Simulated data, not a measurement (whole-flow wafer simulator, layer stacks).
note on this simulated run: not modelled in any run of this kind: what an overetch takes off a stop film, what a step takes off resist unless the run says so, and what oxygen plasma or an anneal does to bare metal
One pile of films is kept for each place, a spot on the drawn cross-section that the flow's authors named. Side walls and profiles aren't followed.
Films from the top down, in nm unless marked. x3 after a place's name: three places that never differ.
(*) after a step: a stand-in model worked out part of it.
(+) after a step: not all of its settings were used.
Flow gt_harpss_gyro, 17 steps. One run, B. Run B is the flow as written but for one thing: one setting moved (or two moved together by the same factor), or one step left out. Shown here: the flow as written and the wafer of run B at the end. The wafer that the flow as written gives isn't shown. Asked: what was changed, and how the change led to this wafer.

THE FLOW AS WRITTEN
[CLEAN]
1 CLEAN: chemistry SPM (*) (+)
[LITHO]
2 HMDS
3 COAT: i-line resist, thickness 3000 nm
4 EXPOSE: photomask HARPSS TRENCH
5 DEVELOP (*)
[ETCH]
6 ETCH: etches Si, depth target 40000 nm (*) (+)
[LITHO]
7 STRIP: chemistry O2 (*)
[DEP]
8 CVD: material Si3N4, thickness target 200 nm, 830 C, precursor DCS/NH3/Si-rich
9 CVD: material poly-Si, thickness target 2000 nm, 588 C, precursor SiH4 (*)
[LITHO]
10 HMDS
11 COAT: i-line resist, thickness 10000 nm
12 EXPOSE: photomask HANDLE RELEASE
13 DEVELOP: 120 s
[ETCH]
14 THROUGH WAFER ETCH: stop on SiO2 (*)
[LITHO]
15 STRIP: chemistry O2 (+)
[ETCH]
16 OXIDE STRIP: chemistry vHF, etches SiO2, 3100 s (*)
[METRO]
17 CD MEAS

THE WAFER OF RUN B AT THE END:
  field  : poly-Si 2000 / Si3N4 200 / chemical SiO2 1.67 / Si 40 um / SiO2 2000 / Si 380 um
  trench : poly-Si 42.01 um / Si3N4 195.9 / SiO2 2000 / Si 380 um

The cause: step 14, THROUGH WAFER ETCH: stop on SiO2 (*), was left out.

How the change led to this, step by step:
  16 OXIDE STRIP: chemistry vHF, etches SiO2, 3100 s (*)
      field: nothing (as written it would be: under 4 films: SiO2 -2000 (all of it))
      trench: nothing (as written it would be: under 2 films: SiO2 -2000 (all of it))
